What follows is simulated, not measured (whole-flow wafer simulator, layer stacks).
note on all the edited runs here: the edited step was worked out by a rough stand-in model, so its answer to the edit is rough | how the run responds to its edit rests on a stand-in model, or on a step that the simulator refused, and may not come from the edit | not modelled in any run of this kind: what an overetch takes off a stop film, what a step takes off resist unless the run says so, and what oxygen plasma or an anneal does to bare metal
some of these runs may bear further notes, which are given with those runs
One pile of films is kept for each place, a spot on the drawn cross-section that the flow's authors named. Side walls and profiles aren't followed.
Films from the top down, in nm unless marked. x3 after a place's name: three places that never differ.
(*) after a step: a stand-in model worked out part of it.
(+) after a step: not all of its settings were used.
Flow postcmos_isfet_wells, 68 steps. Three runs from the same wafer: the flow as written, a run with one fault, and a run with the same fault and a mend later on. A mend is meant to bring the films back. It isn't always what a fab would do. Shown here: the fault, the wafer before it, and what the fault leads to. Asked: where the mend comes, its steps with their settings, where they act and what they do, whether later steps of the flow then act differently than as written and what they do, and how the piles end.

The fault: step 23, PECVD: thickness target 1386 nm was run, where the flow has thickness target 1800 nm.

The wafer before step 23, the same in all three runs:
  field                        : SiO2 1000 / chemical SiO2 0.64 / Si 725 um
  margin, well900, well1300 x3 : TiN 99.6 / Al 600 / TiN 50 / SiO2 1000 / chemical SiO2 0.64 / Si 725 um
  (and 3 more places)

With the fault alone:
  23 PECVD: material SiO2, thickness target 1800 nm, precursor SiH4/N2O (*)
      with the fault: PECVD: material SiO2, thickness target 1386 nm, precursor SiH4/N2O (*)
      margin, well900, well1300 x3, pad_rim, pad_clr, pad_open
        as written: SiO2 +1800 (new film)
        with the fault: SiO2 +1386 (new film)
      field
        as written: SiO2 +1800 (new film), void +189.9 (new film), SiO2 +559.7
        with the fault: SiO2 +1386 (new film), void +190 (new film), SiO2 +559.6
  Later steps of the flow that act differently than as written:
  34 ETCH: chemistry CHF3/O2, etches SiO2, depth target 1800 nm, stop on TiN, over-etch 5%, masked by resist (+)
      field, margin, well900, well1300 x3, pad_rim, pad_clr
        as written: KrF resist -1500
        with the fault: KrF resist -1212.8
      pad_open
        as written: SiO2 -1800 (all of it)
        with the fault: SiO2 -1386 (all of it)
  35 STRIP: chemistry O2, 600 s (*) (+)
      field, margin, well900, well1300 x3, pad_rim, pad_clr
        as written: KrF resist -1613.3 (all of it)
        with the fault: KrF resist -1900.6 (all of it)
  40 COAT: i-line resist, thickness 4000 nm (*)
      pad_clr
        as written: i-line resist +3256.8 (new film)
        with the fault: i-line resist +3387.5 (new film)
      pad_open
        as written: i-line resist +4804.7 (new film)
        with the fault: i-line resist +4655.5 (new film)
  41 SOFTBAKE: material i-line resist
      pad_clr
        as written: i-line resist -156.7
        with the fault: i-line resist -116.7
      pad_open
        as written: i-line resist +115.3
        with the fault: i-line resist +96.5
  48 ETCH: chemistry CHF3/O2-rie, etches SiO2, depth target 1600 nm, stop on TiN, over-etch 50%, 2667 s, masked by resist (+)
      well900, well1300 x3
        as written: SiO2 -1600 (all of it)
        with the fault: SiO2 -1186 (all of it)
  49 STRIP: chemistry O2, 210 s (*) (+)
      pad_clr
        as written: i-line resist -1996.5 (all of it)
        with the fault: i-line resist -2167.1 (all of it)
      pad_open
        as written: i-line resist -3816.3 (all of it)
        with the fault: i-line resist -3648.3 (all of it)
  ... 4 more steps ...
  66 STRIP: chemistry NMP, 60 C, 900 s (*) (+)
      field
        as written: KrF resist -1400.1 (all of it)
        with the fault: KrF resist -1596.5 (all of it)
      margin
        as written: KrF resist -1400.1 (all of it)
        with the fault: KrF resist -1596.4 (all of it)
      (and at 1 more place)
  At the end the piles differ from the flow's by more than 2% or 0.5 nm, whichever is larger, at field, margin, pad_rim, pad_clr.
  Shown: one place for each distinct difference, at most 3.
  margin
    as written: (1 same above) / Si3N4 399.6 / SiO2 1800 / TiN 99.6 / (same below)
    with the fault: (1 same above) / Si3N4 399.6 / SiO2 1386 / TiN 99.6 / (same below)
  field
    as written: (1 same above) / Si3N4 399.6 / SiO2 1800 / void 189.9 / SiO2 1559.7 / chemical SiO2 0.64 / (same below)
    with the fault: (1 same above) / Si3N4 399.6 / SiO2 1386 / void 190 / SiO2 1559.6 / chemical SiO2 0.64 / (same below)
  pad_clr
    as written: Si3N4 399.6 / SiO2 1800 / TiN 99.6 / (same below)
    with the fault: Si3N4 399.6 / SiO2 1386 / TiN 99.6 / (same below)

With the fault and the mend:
  The mend comes after step 23.
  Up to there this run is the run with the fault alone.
  23a PECVD: material SiO2, thickness target 414 nm, precursor SiH4/N2O (*) (the flow's step 23 once more, with other settings)
      field, margin, well900, well1300 x3, pad_rim, pad_clr, pad_open
        SiO2 +414
  No later step of the flow acts differently than as written at any place that is followed.
  At the end the piles differ from the flow's only slightly at the places that both follow, by at most 2% or 0.5 nm, whichever is larger.
